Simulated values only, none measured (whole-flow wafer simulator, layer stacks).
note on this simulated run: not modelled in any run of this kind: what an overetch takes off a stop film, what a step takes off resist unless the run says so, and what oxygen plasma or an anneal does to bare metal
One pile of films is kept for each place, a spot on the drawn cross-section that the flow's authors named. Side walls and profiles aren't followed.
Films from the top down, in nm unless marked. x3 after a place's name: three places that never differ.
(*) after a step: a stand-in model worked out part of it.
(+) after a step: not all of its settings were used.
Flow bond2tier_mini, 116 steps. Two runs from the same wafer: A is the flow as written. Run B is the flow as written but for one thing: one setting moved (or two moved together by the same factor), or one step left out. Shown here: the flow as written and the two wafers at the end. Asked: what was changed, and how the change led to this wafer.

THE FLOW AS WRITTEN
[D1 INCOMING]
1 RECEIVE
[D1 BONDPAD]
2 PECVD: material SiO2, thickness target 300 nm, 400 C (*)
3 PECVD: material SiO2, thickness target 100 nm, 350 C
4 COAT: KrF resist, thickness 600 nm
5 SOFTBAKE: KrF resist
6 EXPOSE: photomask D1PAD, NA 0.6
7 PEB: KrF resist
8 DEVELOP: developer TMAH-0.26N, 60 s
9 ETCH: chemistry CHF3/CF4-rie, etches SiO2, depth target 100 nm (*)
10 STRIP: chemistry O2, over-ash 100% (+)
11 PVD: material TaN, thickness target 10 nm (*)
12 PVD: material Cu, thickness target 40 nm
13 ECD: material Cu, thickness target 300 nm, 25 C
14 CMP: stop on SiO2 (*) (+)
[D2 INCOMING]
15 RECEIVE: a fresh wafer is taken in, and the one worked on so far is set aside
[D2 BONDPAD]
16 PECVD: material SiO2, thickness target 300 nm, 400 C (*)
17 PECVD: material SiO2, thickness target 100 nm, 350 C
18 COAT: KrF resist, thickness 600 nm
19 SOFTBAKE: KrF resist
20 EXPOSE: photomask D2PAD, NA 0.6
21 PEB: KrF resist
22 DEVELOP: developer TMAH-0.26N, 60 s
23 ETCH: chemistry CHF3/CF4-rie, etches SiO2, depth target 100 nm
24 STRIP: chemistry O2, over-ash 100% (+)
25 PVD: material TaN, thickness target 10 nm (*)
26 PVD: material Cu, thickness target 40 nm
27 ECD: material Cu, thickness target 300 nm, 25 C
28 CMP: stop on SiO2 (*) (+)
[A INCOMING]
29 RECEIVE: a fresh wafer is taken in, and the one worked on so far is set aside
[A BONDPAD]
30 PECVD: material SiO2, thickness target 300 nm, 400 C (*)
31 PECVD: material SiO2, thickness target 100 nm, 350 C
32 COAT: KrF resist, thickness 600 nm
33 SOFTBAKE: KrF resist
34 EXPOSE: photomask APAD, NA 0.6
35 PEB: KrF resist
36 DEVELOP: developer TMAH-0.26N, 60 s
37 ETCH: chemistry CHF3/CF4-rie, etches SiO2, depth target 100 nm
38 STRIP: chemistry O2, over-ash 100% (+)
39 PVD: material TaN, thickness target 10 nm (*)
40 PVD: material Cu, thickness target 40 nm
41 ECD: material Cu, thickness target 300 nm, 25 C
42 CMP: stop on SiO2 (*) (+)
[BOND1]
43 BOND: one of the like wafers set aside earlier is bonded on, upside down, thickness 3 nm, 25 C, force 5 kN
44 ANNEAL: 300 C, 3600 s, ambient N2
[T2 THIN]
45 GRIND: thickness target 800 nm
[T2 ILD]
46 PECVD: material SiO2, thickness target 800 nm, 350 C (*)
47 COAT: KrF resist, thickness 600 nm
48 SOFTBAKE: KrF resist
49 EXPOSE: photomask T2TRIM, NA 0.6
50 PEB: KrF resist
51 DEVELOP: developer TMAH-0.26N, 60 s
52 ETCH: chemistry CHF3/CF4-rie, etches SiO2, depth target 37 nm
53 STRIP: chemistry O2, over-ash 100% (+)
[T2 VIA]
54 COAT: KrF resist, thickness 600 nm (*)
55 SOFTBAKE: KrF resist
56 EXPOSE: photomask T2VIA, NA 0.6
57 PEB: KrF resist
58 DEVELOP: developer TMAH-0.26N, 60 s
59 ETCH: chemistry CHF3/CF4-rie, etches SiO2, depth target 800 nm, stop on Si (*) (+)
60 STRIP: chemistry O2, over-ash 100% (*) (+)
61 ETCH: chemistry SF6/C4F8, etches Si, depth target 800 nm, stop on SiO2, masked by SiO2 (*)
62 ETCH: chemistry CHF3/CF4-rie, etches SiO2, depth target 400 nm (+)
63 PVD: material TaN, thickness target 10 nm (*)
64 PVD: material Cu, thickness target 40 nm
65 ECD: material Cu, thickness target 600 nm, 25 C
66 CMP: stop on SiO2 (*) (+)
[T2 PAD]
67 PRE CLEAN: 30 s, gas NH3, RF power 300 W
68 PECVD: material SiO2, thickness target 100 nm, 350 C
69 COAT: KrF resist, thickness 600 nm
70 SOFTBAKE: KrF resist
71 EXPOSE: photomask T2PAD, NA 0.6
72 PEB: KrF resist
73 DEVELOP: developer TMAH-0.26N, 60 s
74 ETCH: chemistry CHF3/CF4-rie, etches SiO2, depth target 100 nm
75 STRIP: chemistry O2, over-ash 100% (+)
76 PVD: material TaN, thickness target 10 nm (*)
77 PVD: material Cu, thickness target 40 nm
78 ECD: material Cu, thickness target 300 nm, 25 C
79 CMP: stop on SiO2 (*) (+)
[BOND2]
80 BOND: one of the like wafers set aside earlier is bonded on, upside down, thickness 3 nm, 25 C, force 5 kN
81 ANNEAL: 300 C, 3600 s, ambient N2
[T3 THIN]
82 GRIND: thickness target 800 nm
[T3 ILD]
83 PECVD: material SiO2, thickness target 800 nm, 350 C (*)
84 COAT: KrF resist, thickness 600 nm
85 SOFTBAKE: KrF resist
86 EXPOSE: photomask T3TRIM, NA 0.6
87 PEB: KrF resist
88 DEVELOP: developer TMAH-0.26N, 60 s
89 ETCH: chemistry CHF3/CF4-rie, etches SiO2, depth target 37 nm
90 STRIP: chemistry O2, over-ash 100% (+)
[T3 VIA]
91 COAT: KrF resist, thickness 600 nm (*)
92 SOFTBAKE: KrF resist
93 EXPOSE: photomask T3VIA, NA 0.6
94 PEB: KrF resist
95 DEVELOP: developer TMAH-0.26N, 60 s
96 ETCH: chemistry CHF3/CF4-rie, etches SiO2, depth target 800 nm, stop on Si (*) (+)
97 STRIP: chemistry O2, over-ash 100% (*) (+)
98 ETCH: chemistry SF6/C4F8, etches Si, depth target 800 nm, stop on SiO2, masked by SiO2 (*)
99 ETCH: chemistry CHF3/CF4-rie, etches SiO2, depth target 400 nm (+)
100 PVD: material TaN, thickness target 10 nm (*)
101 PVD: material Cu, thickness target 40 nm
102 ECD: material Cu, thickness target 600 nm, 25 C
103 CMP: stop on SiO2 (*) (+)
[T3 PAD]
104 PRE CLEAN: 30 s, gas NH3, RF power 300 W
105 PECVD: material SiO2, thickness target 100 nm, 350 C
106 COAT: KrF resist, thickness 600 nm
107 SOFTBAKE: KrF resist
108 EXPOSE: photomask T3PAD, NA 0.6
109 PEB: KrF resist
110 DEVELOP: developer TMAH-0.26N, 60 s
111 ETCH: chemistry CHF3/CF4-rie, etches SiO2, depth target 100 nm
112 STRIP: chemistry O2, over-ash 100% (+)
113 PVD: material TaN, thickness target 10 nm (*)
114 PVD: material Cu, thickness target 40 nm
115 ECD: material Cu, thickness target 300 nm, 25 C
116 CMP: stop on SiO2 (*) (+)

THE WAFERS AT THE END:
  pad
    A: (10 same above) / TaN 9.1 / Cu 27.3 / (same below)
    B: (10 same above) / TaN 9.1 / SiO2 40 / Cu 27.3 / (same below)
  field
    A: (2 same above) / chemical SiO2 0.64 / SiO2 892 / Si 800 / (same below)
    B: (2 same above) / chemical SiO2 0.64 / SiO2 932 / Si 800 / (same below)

The cause: step 68, PECVD: thickness target 140 nm was run, where the flow has thickness target 100 nm.

How the change led to this, step by step:
  68 PECVD: material SiO2, thickness target 100 nm, 350 C
      field: A SiO2 +100 | B SiO2 +140
      pad: A SiO2 +100 (new film) | B SiO2 +140 (new film)
  74 ETCH: chemistry CHF3/CF4-rie, etches SiO2, depth target 100 nm
      pad: A SiO2 -100 (all of it) | B SiO2 -100
Counting metal films that touch as one body, pad has 4 bodies (between them, from the top down: SiO2 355 / Si 800 / chemical SiO2 0.64 / SiO2 300; SiO2 40; SiO2 355 / Si 800 / chemical SiO2 0.64 / SiO2 300); the flow as written gives 3 bodies (between them, from the top down: SiO2 355 / Si 800 / chemical SiO2 0.64 / SiO2 300; SiO2 355 / Si 800 / chemical SiO2 0.64 / SiO2 300).
